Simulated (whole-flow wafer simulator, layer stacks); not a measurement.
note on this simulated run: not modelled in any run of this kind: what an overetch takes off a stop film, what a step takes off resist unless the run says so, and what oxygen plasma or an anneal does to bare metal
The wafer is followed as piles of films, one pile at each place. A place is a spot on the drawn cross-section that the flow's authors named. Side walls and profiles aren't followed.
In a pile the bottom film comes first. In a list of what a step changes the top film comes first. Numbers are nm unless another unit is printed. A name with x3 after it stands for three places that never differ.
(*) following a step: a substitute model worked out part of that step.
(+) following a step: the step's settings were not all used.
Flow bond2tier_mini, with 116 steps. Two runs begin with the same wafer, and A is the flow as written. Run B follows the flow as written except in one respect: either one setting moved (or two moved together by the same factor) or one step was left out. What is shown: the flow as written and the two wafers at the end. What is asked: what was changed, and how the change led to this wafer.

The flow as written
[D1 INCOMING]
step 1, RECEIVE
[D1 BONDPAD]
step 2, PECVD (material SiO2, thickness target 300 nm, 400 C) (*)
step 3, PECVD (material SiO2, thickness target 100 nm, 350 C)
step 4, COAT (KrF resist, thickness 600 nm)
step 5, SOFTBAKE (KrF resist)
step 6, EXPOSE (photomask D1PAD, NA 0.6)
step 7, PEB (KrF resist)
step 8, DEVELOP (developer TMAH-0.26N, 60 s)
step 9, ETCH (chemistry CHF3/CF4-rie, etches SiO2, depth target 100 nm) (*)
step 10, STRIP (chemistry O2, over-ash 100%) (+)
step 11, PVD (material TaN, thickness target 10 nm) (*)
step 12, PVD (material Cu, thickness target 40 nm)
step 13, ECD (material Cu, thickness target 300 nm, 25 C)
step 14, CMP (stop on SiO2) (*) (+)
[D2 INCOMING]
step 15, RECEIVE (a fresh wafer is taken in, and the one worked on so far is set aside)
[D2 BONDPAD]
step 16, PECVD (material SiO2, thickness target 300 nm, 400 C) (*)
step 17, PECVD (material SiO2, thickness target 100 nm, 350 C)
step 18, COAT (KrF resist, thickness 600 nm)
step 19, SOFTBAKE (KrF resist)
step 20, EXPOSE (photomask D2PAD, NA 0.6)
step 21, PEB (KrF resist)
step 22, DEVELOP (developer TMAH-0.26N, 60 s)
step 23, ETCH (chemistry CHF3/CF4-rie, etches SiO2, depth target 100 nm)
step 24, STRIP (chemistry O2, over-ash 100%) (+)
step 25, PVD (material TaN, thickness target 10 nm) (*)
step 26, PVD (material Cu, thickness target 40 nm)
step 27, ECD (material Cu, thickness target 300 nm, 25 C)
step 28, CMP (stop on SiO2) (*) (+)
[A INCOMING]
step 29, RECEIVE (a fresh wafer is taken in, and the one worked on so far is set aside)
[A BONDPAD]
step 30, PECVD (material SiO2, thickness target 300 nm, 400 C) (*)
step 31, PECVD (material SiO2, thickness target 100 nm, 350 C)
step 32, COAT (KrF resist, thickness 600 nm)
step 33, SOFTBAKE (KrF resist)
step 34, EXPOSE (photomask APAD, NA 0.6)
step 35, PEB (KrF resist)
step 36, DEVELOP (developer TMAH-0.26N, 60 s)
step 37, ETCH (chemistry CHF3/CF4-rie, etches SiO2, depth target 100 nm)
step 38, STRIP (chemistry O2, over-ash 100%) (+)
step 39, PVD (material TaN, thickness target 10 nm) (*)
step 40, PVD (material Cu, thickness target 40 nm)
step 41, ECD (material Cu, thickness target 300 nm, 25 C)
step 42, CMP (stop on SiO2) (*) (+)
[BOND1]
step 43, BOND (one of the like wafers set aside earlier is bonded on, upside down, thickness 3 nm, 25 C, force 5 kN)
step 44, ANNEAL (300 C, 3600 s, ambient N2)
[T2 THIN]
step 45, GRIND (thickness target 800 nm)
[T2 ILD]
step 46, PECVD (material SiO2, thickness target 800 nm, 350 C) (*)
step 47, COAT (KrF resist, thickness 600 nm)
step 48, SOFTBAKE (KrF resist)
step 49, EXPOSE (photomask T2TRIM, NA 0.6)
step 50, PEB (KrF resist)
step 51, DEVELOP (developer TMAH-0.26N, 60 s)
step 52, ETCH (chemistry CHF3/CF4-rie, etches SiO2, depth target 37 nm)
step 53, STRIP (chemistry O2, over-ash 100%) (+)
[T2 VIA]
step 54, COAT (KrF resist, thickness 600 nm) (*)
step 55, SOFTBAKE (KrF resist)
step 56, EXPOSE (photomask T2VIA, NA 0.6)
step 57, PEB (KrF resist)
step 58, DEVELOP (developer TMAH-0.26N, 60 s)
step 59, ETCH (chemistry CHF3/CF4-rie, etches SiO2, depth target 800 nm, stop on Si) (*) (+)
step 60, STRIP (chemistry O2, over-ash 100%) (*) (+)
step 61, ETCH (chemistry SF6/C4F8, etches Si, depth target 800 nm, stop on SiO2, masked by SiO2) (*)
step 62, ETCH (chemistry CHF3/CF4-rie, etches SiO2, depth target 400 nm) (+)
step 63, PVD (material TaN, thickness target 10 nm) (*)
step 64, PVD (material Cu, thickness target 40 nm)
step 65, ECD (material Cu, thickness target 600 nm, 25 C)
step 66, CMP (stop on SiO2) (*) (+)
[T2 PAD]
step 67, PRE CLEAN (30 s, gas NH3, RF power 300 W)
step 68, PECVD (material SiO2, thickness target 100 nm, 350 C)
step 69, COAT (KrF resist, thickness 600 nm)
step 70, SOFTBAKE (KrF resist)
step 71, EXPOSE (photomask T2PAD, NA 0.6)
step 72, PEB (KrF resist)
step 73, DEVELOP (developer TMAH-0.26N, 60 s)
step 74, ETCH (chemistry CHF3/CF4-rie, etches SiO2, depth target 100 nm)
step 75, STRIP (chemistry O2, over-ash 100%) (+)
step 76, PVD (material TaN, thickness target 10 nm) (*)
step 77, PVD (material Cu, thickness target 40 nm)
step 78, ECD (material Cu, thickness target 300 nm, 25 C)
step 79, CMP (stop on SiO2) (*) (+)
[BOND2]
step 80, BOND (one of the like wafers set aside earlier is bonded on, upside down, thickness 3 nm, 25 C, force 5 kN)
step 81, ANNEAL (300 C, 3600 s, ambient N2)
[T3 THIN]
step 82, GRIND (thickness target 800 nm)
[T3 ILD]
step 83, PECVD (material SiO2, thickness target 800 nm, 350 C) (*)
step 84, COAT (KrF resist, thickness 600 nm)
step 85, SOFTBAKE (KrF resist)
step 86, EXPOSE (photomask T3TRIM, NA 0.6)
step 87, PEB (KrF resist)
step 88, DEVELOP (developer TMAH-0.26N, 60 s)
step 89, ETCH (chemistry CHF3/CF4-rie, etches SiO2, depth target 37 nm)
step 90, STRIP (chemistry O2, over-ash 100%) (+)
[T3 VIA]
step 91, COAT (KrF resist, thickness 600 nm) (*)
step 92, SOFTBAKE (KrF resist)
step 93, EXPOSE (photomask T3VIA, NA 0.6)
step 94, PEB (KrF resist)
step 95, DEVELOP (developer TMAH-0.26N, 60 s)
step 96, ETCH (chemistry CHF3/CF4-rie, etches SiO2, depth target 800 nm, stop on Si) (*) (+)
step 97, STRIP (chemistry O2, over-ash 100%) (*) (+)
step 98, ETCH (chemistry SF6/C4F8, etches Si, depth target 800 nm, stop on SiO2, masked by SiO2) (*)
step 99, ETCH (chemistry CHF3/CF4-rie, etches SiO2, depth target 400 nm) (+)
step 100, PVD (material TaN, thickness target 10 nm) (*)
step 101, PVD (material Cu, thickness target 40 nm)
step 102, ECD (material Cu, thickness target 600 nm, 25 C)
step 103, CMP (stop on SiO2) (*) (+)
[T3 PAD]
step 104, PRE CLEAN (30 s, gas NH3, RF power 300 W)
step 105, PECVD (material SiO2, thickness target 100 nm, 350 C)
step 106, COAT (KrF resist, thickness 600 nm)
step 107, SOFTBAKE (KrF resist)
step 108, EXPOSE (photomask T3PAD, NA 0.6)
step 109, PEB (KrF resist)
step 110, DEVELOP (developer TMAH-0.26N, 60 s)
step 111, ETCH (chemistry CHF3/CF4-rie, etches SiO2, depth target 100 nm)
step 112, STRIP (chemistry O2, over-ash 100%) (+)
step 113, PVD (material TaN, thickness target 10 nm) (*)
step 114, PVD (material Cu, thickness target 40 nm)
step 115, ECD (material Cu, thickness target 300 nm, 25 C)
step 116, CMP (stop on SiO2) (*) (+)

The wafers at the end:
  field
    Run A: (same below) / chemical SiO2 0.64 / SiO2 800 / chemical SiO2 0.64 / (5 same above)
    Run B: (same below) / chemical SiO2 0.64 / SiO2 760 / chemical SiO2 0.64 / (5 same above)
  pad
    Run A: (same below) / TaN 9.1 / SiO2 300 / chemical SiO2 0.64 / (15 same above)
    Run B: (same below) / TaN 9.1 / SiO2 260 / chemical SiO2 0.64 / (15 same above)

The reason: step 3, PECVD: thickness target 60 nm was run, though the flow has thickness target 100 nm.

The path from the change to this, step by step:
  step 3, PECVD (material SiO2, thickness target 100 nm, 350 C)
      field, pad, via: A SiO2 gains 100 | B SiO2 gains 60
  step 43, BOND (one of the like wafers set aside earlier is bonded on, upside down, thickness 3 nm, 25 C, force 5 kN)
      field: A Si gains 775 um (new film), chemical SiO2 gains 0.64 (new film), SiO2 gains 400 | B Si gains 775 um (new film), chemical SiO2 gains 0.64 (new film), SiO2 gains 360
      pad: A Si gains 775 um (new film), chemical SiO2 gains 0.64 (new film), SiO2 gains 300 (new film), TaN gains 9.1 (new film), Cu gains 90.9 | B Si gains 775 um (new film), chemical SiO2 gains 0.64 (new film), SiO2 gains 260 (new film), TaN gains 9.1 (new film), Cu gains 90.9
      (as well as at 1 more place)
